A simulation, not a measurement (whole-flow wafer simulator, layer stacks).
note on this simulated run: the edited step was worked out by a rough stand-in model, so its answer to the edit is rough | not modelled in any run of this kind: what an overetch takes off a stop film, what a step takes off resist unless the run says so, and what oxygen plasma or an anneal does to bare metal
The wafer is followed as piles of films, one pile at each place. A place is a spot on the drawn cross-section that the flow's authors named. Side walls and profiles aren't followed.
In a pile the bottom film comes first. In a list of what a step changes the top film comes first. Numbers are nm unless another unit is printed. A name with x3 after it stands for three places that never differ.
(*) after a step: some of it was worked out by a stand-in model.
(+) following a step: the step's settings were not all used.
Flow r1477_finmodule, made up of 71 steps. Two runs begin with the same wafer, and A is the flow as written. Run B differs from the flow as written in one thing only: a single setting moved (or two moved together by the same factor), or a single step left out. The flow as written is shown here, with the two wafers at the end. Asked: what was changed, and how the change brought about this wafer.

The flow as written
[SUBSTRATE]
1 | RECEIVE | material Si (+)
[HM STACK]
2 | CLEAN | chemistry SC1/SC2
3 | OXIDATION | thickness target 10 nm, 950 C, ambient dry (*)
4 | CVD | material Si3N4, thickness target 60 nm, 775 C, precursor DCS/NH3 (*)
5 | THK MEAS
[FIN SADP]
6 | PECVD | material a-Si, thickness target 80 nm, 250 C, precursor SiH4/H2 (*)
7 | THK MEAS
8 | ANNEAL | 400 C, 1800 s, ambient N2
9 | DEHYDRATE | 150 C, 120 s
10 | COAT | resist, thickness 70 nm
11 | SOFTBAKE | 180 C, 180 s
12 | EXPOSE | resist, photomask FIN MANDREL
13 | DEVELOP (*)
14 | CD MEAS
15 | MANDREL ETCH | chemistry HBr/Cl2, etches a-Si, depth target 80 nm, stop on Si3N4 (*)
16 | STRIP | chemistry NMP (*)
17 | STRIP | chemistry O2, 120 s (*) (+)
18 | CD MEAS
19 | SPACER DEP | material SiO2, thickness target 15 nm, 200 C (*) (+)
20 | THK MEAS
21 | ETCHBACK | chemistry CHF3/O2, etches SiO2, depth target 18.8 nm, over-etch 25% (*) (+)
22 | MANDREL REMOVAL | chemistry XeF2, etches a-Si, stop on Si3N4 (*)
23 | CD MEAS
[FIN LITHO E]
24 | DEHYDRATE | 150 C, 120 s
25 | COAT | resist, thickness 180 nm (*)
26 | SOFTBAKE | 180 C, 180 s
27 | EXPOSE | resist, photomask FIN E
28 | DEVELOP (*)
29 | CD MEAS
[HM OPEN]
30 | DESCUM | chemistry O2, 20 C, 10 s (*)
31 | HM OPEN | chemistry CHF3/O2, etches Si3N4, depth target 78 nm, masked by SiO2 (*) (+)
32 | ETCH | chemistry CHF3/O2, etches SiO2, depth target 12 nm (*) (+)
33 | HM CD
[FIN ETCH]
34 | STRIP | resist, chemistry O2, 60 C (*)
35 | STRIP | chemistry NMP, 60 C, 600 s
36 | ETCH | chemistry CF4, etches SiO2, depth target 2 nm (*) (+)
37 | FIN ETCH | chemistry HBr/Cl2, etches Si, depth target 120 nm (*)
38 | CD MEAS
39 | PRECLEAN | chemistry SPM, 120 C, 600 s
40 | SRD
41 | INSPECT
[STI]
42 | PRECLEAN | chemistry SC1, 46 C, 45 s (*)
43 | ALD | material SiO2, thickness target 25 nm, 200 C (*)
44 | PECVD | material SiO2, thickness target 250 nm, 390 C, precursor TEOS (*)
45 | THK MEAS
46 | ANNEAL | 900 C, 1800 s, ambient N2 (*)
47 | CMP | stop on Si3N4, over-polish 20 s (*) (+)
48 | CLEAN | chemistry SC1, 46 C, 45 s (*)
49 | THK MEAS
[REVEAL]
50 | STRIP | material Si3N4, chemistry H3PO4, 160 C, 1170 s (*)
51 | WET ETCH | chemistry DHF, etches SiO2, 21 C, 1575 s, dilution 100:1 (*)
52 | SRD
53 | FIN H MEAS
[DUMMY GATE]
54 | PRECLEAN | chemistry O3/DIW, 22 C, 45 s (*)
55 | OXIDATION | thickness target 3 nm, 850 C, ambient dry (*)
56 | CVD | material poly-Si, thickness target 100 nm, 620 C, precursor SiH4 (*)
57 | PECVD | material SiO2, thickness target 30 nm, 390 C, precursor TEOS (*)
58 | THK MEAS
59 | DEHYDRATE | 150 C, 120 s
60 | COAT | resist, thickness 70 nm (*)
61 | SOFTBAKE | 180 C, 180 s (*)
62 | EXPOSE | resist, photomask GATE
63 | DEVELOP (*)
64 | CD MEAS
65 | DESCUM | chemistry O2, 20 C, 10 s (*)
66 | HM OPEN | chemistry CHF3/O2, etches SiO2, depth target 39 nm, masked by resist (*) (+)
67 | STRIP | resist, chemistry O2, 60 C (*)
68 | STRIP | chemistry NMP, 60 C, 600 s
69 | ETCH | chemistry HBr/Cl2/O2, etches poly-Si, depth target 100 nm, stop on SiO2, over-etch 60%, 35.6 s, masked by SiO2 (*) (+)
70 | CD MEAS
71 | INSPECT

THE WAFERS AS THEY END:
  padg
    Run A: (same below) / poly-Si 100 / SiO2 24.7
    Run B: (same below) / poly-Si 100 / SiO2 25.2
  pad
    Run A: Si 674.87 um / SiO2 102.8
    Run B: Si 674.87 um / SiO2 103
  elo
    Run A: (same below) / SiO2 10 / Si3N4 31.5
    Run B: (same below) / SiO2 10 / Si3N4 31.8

Cause: step 69, ETCH: depth target 90 nm was run, while the flow as written has depth target 100 nm; step 69, ETCH: 32 s was run, where the flow has 35.6 s.

The path from the change to this, step by step:
  69 | ETCH | chemistry HBr/Cl2/O2, etches poly-Si, depth target 100 nm, stop on SiO2, over-etch 60%, 35.6 s, masked by SiO2 (*) (+)
      padg, elg, esg and 15 more: A -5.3 SiO2 | B -4.77 SiO2
